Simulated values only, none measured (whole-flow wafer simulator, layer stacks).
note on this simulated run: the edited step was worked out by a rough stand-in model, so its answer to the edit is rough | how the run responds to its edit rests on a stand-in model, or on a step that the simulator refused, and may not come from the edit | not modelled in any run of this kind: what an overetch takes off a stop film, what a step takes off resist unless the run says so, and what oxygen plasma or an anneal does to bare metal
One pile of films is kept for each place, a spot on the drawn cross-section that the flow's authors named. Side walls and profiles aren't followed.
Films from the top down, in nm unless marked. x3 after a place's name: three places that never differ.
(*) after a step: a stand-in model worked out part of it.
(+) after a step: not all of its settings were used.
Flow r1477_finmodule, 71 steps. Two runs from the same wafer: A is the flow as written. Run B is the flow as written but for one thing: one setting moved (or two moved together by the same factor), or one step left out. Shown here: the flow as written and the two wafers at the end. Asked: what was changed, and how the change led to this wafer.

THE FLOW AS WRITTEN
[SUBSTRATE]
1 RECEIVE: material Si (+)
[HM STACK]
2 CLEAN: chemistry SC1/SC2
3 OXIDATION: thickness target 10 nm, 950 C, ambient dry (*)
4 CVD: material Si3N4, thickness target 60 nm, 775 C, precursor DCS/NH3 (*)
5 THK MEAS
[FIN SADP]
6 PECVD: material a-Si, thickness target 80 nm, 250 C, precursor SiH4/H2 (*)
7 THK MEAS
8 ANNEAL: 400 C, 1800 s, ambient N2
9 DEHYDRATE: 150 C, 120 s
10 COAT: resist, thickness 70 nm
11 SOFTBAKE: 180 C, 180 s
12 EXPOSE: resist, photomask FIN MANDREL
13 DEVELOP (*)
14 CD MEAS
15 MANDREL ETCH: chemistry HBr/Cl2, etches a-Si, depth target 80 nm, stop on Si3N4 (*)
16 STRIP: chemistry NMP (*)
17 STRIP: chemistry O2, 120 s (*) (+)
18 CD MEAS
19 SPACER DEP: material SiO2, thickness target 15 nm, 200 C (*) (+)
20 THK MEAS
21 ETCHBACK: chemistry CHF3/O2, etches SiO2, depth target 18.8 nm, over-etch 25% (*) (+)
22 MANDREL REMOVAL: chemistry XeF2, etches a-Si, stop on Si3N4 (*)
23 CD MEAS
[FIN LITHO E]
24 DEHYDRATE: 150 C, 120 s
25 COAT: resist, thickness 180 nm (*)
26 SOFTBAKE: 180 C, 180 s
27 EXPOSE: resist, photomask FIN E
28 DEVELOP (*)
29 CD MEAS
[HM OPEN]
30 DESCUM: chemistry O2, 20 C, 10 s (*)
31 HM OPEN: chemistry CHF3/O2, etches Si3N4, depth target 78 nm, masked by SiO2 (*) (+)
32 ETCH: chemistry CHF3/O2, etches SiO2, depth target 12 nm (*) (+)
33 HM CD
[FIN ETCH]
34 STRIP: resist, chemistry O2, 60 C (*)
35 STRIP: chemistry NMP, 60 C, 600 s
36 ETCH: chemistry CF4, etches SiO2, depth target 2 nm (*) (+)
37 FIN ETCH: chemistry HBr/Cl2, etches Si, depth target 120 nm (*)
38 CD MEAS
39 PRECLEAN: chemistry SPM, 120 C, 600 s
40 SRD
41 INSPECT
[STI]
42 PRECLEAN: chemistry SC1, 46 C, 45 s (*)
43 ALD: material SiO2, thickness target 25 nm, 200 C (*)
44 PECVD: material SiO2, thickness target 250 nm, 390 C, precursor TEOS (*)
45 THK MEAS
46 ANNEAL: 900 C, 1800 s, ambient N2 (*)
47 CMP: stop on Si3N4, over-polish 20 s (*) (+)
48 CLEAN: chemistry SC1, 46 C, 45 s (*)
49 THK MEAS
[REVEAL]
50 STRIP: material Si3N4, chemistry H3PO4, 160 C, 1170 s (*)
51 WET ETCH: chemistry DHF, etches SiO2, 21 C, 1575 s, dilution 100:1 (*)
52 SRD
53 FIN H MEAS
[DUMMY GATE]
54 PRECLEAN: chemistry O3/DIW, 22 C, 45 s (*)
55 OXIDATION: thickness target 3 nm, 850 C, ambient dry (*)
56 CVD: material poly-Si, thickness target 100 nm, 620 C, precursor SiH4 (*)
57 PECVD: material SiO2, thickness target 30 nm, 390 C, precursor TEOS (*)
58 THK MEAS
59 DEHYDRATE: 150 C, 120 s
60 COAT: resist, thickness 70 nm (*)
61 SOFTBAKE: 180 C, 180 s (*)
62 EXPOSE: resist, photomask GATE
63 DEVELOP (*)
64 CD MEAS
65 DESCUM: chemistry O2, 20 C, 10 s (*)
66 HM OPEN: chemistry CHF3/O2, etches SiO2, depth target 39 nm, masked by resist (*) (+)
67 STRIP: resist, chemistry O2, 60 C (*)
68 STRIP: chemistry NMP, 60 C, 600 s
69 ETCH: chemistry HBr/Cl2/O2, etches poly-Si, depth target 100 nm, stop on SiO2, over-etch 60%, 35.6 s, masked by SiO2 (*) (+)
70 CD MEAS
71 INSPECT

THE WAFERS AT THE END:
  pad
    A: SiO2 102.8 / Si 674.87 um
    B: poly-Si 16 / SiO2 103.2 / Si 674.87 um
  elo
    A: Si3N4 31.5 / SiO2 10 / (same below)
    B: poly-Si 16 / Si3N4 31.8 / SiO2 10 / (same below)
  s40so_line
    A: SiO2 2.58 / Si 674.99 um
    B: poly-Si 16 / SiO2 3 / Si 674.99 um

The cause: step 57, PECVD: thickness target 42.8 nm was run, where the flow has thickness target 30 nm.

How the change led to this, step by step:
  57 PECVD: material SiO2, thickness target 30 nm, 390 C, precursor TEOS (*)
      pad, padg, elg and 33 more: A SiO2 +30 (new film) | B SiO2 +42.8 (new film)
  66 HM OPEN: chemistry CHF3/O2, etches SiO2, depth target 39 nm, masked by resist (*) (+)
      pad, elo, eso and 15 more: A SiO2 -30 (all of it), poly-Si -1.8 | B SiO2 -39
  67 STRIP: resist, chemistry O2, 60 C (*)
      pad, elo, eso and 15 more: A chemical SiO2 +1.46 (new film), poly-Si -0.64 | B nothing
  69 ETCH: chemistry HBr/Cl2/O2, etches poly-Si, depth target 100 nm, stop on SiO2, over-etch 60%, 35.6 s, masked by SiO2 (*) (+)
      pad, eso, e40so and 8 more: A chemical SiO2 -1.46 (all of it), poly-Si -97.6 (all of it), SiO2 -0.42 | B SiO2 -3.8 (all of it), poly-Si -84
      elo, e40lo, e100lo, e200lo: A chemical SiO2 -1.46 (all of it), poly-Si -97.6 (all of it), Si3N4 -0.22 | B SiO2 -3.8 (all of it), poly-Si -84
      (and at 3 more places)
